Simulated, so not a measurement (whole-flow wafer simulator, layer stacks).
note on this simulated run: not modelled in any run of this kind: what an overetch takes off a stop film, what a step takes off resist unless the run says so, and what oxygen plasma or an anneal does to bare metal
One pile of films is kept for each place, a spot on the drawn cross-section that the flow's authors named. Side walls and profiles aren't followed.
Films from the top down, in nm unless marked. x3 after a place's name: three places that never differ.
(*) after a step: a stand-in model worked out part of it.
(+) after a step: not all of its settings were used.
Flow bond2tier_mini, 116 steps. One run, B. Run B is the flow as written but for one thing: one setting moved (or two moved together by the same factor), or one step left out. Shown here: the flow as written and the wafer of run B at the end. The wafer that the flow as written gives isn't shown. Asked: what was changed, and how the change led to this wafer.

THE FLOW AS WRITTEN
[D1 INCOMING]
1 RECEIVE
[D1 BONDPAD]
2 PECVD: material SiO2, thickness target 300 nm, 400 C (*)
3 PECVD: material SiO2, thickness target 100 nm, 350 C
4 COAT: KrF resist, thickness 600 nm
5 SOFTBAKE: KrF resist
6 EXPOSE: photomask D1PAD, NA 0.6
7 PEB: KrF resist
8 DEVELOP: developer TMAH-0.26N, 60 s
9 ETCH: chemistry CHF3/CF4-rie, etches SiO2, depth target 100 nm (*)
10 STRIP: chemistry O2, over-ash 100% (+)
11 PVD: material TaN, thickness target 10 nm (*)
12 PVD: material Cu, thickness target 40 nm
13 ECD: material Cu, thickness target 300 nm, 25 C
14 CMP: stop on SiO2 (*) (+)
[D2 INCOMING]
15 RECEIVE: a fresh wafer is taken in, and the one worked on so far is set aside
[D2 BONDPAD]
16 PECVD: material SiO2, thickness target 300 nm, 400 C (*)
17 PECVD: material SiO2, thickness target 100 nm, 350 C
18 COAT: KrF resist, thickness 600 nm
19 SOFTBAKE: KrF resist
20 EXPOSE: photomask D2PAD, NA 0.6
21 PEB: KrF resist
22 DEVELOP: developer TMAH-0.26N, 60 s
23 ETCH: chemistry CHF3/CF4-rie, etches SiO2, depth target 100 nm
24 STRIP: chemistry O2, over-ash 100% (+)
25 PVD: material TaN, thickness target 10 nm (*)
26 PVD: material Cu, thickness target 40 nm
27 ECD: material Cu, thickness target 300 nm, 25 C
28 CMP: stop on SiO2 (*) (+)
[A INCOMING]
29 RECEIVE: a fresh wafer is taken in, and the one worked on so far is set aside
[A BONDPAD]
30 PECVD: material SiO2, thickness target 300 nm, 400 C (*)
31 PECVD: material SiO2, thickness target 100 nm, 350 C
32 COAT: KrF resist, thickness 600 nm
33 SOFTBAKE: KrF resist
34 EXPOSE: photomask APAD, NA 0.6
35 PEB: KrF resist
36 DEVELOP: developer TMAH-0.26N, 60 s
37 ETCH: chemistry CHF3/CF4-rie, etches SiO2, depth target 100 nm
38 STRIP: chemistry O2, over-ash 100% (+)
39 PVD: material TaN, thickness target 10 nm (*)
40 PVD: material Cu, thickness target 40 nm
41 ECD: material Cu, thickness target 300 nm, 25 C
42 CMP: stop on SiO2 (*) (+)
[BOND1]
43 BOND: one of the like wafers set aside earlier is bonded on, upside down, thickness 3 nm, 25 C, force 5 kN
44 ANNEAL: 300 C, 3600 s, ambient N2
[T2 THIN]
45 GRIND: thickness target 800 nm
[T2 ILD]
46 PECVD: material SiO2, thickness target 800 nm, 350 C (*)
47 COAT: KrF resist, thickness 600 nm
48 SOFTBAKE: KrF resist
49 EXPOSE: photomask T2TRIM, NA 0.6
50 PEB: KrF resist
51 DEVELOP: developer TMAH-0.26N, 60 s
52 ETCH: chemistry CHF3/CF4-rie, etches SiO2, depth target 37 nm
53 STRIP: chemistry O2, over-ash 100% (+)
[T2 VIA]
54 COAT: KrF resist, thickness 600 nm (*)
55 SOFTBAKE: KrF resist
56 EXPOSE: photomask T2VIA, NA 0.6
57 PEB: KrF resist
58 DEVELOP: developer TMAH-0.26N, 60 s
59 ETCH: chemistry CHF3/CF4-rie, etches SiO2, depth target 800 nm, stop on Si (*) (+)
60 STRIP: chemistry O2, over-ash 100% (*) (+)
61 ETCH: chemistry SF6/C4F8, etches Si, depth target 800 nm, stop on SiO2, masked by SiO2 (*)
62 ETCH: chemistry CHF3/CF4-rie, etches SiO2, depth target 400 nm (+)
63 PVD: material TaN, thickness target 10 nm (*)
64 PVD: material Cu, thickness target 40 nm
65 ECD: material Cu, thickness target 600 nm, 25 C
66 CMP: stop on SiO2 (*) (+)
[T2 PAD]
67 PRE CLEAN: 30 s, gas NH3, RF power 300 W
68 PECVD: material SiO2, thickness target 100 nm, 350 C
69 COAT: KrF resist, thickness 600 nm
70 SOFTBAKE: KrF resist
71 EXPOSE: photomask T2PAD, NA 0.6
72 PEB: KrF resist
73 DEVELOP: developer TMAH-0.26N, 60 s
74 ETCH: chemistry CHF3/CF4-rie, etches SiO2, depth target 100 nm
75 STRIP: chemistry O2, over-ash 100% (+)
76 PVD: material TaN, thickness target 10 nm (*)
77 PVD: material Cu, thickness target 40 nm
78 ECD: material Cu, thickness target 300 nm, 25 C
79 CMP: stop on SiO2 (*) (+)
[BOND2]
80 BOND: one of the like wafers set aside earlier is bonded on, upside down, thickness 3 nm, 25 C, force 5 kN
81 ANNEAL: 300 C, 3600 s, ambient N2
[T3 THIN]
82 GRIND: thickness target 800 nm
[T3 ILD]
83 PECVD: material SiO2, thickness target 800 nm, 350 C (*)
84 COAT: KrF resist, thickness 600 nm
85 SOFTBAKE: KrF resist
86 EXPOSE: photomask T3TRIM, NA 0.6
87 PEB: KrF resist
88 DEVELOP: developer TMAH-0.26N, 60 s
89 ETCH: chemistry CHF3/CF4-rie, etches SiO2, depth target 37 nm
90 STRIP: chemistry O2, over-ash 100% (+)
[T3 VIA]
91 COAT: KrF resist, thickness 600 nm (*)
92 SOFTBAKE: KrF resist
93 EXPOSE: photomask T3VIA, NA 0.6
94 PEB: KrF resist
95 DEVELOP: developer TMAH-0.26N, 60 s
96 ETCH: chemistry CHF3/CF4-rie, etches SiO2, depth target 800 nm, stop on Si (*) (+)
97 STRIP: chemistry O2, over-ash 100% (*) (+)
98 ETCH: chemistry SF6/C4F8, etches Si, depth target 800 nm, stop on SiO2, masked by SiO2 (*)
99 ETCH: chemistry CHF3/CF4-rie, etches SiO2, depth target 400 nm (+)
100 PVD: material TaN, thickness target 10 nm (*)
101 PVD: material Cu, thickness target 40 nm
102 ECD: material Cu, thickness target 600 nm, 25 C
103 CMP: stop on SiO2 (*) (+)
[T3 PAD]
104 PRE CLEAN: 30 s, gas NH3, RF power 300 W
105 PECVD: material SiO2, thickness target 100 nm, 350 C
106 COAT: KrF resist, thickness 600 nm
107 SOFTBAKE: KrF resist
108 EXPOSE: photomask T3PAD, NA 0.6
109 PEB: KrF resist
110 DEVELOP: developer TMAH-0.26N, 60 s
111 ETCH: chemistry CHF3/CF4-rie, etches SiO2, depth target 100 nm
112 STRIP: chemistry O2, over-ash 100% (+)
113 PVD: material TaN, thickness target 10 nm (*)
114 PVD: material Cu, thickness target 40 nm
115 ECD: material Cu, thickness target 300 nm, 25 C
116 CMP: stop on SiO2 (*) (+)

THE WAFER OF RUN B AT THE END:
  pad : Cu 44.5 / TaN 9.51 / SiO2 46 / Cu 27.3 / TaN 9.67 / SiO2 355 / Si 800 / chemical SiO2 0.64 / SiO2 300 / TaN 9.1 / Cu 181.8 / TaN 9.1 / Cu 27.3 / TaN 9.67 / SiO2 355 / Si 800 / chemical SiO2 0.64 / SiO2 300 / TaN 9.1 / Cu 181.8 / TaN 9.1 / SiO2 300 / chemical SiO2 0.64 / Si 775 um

The cause: step 111, ETCH: depth target 54 nm was run, where the flow has depth target 100 nm.

How the change led to this, step by step:
  111 ETCH: chemistry CHF3/CF4-rie, etches SiO2, depth target 100 nm
      pad: SiO2 -54 (as written it would be: SiO2 -100 (all of it))
      field: KrF resist -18 (as written it would be: KrF resist -33.3)
  112 STRIP: chemistry O2, over-ash 100% (+)
      field: KrF resist -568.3 (all of it) (as written it would be: KrF resist -552.9 (all of it))
  114 PVD: material Cu, thickness target 40 nm
      pad: Cu +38 (new film) (as written it would be: Cu +36.4 (new film))
  115 ECD: material Cu, thickness target 300 nm, 25 C
      pad: Cu +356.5 (as written it would be: Cu +404.5)
Counting metal films that touch as one body, pad has 4 bodies (between them, from the top down: SiO2 46; SiO2 355 / Si 800 / chemical SiO2 0.64 / SiO2 300; SiO2 355 / Si 800 / chemical SiO2 0.64 / SiO2 300); the flow as written gives 3 bodies (between them, from the top down: SiO2 355 / Si 800 / chemical SiO2 0.64 / SiO2 300; SiO2 355 / Si 800 / chemical SiO2 0.64 / SiO2 300).
